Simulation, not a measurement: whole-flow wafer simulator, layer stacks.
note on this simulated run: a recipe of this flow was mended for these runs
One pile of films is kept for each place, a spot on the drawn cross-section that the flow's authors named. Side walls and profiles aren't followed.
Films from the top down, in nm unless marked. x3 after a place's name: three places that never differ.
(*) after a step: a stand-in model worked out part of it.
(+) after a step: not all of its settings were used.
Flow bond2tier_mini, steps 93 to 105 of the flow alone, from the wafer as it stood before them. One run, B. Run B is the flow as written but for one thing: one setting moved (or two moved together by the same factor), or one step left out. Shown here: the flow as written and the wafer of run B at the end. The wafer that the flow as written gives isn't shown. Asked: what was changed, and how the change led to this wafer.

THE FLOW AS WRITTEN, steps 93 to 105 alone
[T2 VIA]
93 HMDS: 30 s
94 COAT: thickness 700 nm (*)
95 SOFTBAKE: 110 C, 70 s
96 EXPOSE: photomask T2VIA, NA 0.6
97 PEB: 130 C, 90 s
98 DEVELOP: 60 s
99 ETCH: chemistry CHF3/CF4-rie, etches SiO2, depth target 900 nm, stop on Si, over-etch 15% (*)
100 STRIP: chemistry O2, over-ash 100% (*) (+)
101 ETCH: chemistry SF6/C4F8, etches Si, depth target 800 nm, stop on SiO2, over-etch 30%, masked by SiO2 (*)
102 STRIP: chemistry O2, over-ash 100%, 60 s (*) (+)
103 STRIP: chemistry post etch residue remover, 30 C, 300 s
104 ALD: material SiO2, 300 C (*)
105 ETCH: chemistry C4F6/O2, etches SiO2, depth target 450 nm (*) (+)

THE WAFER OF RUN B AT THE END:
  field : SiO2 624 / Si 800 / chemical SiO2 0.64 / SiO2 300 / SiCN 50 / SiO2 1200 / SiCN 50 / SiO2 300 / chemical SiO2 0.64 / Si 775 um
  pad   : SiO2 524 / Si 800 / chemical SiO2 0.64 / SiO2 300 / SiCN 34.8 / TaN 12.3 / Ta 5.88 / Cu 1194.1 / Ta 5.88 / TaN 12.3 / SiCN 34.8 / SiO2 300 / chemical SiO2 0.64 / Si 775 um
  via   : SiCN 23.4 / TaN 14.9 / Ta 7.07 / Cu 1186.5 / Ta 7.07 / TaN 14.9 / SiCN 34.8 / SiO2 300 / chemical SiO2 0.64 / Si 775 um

The cause: step 105, ETCH: depth target 415.7 nm was run, where the flow has depth target 450 nm.

How the change led to this, step by step:
  105 ETCH: chemistry C4F6/O2, etches SiO2, depth target 450 nm (*) (+)
      field, pad: SiO2 -415.7 (as written it would be: SiO2 -450)
      via: SiO2 -348.1 (all of it), SiCN -11.4 (as written it would be: SiO2 -348.1 (all of it), SiCN -17.2)
